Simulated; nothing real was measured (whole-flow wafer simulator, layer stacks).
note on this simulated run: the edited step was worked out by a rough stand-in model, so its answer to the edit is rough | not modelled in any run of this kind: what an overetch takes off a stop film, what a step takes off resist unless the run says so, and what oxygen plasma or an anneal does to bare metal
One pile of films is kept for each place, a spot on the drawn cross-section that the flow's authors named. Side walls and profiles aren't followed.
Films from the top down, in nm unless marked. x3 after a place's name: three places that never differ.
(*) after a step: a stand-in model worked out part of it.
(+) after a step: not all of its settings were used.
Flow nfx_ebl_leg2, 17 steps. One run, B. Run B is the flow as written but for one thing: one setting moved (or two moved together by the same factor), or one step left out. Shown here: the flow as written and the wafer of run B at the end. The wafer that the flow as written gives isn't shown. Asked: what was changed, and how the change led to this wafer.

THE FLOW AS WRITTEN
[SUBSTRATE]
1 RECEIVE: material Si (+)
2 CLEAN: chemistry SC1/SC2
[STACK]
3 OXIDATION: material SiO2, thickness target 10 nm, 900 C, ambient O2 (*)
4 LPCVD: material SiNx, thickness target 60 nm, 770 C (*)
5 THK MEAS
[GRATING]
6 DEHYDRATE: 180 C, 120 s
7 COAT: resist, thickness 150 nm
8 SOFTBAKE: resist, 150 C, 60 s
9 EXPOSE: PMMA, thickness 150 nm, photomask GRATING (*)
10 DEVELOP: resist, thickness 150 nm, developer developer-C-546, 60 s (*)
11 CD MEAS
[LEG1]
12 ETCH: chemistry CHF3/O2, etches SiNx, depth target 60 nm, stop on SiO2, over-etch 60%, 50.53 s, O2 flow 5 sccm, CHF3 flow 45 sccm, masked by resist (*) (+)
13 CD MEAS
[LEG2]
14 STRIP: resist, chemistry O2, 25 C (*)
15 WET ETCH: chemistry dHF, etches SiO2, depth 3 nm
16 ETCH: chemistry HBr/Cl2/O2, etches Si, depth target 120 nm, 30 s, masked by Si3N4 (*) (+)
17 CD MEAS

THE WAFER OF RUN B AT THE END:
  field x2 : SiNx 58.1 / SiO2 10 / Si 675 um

The cause: step 4, LPCVD: thickness target 64.9 nm was run, where the flow has thickness target 60 nm.

How the change led to this, step by step:
  4 LPCVD: material SiNx, thickness target 60 nm, 770 C (*)
      field x2, pad x2: SiNx +64.9 (new film) (as written it would be: SiNx +60 (new film))
  12 ETCH: chemistry CHF3/O2, etches SiNx, depth target 60 nm, stop on SiO2, over-etch 60%, 50.53 s, O2 flow 5 sccm, CHF3 flow 45 sccm, masked by resist (*) (+)
      pad x2: SiNx -64.9 (all of it), SiO2 -10 (all of it) (as written it would be: SiNx -60 (all of it), SiO2 -10 (all of it))
